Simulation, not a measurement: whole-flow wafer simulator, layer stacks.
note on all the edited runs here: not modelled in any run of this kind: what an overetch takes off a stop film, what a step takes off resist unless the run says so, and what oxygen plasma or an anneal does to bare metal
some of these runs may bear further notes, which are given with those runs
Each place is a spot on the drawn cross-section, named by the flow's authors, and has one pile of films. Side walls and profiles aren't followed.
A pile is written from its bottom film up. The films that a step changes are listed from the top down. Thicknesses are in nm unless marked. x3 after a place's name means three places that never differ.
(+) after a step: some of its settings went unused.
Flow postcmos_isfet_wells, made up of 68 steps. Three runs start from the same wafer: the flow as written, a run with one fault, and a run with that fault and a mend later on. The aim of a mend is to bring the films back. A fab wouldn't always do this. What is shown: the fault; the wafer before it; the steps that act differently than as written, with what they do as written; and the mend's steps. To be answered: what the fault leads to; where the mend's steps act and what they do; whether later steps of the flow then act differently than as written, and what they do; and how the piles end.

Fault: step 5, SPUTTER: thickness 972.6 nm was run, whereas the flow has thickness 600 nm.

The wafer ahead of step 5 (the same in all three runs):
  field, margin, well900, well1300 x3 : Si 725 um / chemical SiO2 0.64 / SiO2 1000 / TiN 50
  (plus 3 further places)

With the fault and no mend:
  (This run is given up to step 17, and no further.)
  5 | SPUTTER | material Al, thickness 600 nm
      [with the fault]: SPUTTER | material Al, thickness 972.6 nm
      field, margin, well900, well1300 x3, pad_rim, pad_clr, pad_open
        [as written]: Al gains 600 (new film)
        [with the fault]: Al gains 972.6 (new film)
  Later steps of the flow acting differently than as written:
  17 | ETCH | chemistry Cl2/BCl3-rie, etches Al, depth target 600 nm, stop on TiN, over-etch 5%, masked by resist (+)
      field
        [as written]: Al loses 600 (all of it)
        [with the fault]: Al loses 600
  Once step 17 is done, the piles at field, margin, well900, well1300 x3, pad_rim, pad_clr, pad_open depart from the flow's by more than 2% or 0.5 nm, whichever is larger.
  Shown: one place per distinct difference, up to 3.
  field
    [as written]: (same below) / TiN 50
    [with the fault]: (same below) / TiN 50 / Al 372.6
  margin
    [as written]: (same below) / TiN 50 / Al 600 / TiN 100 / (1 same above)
    [with the fault]: (same below) / TiN 50 / Al 972.6 / TiN 100 / (1 same above)

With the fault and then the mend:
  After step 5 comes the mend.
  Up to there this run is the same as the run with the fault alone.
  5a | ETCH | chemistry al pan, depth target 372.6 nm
      field, margin, well900, well1300 x3, pad_rim, pad_clr, pad_open
        Al loses 372.6
  None of the later steps of the flow acts differently than as written at any place that is followed.
  At every place that both follow, the piles at the end match the flow's.
